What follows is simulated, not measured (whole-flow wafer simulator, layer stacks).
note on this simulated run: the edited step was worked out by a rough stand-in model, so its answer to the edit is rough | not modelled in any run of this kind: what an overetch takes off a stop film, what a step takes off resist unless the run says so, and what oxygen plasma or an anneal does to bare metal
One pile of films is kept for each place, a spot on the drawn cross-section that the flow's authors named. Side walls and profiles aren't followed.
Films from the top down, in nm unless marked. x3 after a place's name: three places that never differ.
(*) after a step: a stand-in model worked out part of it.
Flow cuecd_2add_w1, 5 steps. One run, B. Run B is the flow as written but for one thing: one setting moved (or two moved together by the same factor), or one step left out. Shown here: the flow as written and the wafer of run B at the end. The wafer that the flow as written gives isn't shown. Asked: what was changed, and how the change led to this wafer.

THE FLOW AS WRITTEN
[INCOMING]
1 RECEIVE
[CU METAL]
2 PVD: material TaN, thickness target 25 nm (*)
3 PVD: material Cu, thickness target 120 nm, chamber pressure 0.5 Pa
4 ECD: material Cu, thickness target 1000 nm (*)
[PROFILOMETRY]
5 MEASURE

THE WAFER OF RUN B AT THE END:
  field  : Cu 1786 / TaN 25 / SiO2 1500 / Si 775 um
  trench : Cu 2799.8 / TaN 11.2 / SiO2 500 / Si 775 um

The cause: step 4, ECD: thickness target 1666 nm was run, where the flow has thickness target 1000 nm.

How the change led to this, step by step:
  4 ECD: material Cu, thickness target 1000 nm (*)
      field: Cu +1666 (as written it would be: Cu +1000)
      trench: Cu +2746.2 (as written it would be: Cu +2080.2)
